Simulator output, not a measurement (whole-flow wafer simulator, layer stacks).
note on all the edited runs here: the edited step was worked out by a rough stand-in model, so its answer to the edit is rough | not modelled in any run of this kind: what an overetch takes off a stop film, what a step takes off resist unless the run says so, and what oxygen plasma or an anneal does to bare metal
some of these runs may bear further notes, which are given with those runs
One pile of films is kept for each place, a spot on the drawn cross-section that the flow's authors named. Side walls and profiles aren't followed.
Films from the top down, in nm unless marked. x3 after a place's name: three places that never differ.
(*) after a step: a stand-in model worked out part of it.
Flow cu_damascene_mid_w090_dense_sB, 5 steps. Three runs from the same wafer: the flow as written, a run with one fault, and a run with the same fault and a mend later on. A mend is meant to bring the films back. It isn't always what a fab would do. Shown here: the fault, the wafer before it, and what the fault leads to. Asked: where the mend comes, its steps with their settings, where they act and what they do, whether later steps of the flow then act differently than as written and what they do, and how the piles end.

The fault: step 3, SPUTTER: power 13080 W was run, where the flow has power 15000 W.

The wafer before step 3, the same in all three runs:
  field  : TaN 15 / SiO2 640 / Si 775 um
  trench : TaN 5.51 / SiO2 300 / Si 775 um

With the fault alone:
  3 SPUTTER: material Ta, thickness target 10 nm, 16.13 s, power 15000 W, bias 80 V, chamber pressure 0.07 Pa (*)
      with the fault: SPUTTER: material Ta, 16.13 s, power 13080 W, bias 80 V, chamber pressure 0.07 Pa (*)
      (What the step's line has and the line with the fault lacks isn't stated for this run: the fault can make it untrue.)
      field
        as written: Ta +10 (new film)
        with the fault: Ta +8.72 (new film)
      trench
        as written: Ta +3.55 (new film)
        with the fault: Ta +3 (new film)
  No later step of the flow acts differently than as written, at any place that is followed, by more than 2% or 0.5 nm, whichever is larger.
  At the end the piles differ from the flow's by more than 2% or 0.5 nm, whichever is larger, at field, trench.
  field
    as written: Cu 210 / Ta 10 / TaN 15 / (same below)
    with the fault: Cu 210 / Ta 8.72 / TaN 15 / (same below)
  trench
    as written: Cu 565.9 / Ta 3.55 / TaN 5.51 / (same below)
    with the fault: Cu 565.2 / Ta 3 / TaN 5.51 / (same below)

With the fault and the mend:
  The mend comes after step 3.
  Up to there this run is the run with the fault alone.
  3a SPUTTER: material Ta, thickness target 1.309 nm, 2.112 s, power 15000 W, bias 80 V, chamber pressure 0.07 Pa (*) (the flow's step 3 once more, with other settings)
      field
        Ta +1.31
      trench
        Ta +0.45
  No later step of the flow acts differently than as written, at any place that is followed, by more than 2% or 0.5 nm, whichever is larger.
  At the end the piles differ from the flow's only slightly at the places that both follow, by at most 2% or 0.5 nm, whichever is larger.
